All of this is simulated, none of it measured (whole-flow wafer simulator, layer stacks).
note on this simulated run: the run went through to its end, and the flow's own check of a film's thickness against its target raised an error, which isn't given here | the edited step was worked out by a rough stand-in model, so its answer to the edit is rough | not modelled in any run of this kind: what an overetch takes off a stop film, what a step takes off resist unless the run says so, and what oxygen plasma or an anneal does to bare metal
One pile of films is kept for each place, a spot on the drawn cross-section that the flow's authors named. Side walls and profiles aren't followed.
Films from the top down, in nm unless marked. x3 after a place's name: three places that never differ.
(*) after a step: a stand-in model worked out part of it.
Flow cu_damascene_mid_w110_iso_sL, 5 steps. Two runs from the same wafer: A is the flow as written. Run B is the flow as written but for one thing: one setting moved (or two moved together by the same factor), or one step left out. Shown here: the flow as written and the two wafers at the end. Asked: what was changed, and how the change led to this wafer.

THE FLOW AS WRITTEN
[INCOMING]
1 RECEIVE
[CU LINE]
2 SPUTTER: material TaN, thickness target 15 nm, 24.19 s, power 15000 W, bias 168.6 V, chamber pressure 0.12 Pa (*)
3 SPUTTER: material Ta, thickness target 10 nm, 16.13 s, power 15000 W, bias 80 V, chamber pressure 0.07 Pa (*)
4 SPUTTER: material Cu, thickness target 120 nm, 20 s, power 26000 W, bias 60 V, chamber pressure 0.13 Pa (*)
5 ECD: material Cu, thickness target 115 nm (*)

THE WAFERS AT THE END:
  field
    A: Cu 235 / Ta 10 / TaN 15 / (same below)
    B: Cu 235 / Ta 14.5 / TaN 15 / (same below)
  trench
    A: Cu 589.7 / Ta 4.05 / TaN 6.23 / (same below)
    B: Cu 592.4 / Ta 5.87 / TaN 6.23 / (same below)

The cause: step 3, SPUTTER: thickness target 14.5 nm was run, where the flow has thickness target 10 nm; step 3, SPUTTER: 23.39 s was run, where the flow has 16.13 s.
It can be read off the wafer: field has Ta 14.5, and step 3 as written asks for 10 nm.

How the change led to this, step by step:
  3 SPUTTER: material Ta, thickness target 10 nm, 16.13 s, power 15000 W, bias 80 V, chamber pressure 0.07 Pa (*)
      field: A Ta +10 (new film) | B Ta +14.5 (new film)
      trench: A Ta +4.05 (new film) | B Ta +5.87 (new film)
